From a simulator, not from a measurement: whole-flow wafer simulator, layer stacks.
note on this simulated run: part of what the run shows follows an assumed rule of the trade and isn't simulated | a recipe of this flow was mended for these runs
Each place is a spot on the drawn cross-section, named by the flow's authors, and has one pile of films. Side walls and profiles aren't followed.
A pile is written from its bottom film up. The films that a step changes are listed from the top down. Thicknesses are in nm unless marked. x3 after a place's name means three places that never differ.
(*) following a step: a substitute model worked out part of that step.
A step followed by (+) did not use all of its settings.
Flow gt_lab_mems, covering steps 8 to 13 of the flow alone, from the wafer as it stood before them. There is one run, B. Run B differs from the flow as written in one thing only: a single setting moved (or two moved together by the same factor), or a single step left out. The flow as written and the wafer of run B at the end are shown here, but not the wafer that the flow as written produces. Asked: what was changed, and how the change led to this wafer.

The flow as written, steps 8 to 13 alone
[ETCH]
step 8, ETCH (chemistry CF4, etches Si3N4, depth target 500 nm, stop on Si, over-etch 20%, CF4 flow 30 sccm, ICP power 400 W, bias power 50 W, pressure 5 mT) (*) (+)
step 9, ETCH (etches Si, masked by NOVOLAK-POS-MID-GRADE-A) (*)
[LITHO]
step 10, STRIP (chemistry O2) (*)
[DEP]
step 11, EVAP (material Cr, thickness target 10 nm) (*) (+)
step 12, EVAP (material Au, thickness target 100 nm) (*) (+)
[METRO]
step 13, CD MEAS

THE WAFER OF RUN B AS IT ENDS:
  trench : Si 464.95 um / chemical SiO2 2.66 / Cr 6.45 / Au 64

The reason: step 8, ETCH: depth target 575 nm was run, whereas the flow has depth target 500 nm.

Step by step, how the change led to this:
  step 8, ETCH (chemistry CF4, etches Si3N4, depth target 500 nm, stop on Si, over-etch 20%, CF4 flow 30 sccm, ICP power 400 W, bias power 50 W, pressure 5 mT) (*) (+)
      field: g/i-line-resist loses 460 (in the flow as written it would be: g/i-line-resist loses 400)
      trench: Si3N4 loses 500 (all of it), chemical SiO2 loses 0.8 (all of it), Si loses 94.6 (in the flow as written it would be: Si3N4 loses 500 (all of it), chemical SiO2 loses 0.8 (all of it), Si loses 49.6)
  step 10, STRIP (chemistry O2) (*)
      field: g/i-line-resist loses 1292 (all of it) (in the flow as written it would be: g/i-line-resist loses 1352 (all of it))
